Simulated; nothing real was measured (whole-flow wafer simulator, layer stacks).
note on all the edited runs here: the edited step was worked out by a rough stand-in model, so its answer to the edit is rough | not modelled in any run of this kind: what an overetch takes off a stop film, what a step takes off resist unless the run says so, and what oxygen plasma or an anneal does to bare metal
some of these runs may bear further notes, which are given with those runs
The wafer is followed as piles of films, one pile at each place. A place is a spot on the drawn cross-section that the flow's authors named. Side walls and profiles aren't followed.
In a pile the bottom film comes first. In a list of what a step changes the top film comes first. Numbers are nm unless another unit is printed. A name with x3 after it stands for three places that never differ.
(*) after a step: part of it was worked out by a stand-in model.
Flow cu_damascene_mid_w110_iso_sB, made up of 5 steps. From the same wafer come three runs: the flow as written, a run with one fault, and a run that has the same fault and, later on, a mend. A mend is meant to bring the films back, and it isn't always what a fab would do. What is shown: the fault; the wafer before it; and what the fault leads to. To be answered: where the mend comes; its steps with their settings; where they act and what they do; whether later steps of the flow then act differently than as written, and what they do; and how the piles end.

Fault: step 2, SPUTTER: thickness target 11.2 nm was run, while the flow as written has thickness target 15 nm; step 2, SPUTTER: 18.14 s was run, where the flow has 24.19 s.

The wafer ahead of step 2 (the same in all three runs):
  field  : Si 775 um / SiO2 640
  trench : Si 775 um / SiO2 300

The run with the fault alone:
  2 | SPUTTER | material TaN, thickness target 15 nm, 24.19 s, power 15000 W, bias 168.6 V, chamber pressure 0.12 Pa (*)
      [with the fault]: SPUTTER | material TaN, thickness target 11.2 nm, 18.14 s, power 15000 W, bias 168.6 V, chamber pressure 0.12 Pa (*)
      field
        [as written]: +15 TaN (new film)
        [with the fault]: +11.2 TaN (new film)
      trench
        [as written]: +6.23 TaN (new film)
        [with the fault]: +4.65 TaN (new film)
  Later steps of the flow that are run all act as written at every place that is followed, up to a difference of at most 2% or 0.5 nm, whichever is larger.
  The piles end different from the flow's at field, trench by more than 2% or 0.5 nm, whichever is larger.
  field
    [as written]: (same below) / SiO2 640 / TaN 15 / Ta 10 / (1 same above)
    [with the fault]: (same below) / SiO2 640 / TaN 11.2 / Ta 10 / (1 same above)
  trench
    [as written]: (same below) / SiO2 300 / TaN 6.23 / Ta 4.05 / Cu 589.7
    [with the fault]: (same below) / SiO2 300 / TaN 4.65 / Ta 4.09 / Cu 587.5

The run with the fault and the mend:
  The mend follows step 2.
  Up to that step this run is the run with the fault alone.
  2a | SPUTTER | material TaN, thickness target 3.8 nm, 6.128 s, power 15000 W, bias 168.6 V, chamber pressure 0.12 Pa (*) (the flow's step 2, run once more with other settings)
      field
        +3.8 TaN
      trench
        +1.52 TaN
  Later steps of the flow that are run all act as written at every place that is followed, up to a difference of at most 2% or 0.5 nm, whichever is larger.
  The piles end only slightly different from the flow's at the places that both follow, by no more than 2% or 0.5 nm, whichever is larger.
